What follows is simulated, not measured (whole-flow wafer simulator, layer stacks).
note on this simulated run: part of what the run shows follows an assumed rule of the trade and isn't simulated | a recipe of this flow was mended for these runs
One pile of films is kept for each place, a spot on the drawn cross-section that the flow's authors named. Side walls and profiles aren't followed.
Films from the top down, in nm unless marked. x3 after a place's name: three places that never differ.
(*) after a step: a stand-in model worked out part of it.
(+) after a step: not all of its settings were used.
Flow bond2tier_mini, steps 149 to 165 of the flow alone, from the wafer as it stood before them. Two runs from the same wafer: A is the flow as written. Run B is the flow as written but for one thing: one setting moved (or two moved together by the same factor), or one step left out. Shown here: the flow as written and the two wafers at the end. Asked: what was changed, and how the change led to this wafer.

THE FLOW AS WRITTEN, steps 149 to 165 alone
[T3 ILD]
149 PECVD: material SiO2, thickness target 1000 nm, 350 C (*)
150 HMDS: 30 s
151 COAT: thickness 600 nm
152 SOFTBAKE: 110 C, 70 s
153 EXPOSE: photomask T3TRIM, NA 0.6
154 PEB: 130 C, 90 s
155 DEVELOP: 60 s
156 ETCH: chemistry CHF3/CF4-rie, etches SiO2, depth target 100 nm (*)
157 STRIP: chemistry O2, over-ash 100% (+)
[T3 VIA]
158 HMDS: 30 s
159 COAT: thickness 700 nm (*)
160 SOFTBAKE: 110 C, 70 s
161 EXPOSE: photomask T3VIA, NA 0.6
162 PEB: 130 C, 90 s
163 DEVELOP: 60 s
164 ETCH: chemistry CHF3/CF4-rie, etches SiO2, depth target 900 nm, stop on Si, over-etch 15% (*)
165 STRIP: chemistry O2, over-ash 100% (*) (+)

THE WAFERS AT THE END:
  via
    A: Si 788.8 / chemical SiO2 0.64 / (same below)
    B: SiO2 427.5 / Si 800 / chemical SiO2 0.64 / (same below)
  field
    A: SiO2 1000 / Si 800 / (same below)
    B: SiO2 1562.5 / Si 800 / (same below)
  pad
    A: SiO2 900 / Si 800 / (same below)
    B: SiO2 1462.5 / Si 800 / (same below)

The cause: step 149, PECVD: thickness target 1562 nm was run, where the flow has thickness target 1000 nm.
It can be read off the wafer: field has SiO2 1562.5, and step 149 as written asks for 1000 nm.

How the change led to this, step by step:
  149 PECVD: material SiO2, thickness target 1000 nm, 350 C (*)
      field, pad, via: A SiO2 +1000 (new film) | B SiO2 +1562.5 (new film)
  164 ETCH: chemistry CHF3/CF4-rie, etches SiO2, depth target 900 nm, stop on Si, over-etch 15% (*)
      via: A SiO2 -900 (all of it), Si -11.2 | B SiO2 -1035
